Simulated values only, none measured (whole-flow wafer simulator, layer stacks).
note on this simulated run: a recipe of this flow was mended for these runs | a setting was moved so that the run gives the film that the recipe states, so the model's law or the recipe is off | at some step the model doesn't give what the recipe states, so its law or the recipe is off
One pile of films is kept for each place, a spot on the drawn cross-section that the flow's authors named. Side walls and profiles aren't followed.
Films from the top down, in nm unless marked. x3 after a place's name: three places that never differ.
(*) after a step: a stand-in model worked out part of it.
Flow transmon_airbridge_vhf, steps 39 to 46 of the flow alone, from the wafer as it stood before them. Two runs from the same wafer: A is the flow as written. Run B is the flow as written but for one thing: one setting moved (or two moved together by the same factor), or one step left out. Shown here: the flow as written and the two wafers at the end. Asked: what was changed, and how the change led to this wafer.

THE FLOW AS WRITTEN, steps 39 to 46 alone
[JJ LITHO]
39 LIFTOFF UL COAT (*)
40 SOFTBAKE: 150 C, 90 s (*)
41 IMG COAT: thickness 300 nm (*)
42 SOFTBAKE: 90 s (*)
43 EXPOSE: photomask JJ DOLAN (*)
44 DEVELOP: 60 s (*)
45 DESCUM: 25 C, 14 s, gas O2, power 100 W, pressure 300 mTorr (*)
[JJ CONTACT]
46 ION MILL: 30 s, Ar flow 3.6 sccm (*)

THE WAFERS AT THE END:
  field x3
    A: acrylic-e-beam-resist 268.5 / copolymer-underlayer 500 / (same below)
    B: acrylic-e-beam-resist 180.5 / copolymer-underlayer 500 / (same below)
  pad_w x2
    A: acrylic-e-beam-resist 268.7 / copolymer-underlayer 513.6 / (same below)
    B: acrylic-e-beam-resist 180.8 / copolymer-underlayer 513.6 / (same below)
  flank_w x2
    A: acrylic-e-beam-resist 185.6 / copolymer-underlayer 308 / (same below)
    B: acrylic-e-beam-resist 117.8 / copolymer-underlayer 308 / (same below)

The cause: step 41, IMG COAT: thickness 212 nm was run, where the flow has thickness 300 nm.

How the change led to this, step by step:
  41 IMG COAT: thickness 300 nm (*)
      field x3, jj_line, ground_far x3: A acrylic-e-beam-resist +300 (new film) | B acrylic-e-beam-resist +212 (new film)
      pad_w x2: A acrylic-e-beam-resist +300.2 (new film) | B acrylic-e-beam-resist +212.3 (new film)
      (and at 8 more places)
  44 DEVELOP: 60 s (*)
      jj_line: A acrylic-e-beam-resist -300 (all of it), copolymer-underlayer -500 (all of it) | B acrylic-e-beam-resist -212 (all of it), copolymer-underlayer -500 (all of it)
